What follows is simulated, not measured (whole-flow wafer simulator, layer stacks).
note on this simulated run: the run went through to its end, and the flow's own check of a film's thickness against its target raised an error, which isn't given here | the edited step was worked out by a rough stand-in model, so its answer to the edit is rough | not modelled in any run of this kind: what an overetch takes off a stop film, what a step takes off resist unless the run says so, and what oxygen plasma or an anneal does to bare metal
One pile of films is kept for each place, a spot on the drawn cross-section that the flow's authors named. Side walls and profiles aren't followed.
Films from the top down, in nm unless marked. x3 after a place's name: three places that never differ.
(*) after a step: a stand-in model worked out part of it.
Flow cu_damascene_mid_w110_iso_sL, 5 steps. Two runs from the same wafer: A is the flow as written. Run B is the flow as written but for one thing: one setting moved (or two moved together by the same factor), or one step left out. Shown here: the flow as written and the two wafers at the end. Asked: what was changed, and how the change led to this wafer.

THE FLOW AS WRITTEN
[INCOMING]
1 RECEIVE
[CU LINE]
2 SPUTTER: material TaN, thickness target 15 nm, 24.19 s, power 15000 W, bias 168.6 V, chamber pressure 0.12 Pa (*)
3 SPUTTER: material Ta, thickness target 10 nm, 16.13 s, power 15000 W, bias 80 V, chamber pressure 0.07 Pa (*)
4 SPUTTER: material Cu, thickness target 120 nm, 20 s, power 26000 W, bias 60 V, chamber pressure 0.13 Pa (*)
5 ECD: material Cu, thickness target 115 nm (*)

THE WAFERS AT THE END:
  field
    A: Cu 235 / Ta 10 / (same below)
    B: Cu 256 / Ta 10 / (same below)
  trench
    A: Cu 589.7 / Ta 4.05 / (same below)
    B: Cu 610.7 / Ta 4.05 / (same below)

The cause: step 4, SPUTTER: thickness target 141 nm was run, where the flow has thickness target 120 nm; step 4, SPUTTER: 23.5 s was run, where the flow has 20 s.

How the change led to this, step by step:
  4 SPUTTER: material Cu, thickness target 120 nm, 20 s, power 26000 W, bias 60 V, chamber pressure 0.13 Pa (*)
      field: A Cu +120 (new film) | B Cu +141 (new film)
      trench: A Cu +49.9 (new film) | B Cu +58.7 (new film)
  5 ECD: material Cu, thickness target 115 nm (*)
      trench: A Cu +539.8 | B Cu +552
